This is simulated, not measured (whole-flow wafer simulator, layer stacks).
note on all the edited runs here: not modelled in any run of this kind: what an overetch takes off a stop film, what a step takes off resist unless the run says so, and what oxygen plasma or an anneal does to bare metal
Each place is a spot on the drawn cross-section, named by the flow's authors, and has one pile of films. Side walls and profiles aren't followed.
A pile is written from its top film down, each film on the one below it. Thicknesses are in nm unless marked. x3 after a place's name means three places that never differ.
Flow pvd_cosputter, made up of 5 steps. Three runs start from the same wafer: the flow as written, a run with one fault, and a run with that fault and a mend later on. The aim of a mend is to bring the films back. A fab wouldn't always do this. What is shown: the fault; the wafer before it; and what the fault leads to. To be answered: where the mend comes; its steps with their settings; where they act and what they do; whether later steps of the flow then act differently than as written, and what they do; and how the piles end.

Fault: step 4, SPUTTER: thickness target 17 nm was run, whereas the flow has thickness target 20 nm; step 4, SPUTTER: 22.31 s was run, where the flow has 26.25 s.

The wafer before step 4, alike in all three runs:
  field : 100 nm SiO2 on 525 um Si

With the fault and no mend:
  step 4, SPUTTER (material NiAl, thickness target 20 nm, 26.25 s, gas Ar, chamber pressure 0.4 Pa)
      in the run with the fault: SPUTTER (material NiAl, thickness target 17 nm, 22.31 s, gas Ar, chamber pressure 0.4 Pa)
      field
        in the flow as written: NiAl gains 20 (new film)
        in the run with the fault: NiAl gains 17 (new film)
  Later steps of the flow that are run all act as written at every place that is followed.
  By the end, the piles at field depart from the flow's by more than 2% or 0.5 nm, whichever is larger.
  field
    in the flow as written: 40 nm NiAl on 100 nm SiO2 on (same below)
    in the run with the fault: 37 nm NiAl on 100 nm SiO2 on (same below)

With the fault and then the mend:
  The mend stands after step 4.
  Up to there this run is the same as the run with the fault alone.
  step 4a, SPUTTER (material NiAl, thickness target 3 nm, 3.938 s, gas Ar, chamber pressure 0.4 Pa) (a further turn of the flow's step 4, with different settings)
      field
        NiAl gains 3
  Later steps of the flow that are run all act as written at every place that is followed.
  By the end, the piles equal the flow's at every place that both follow.
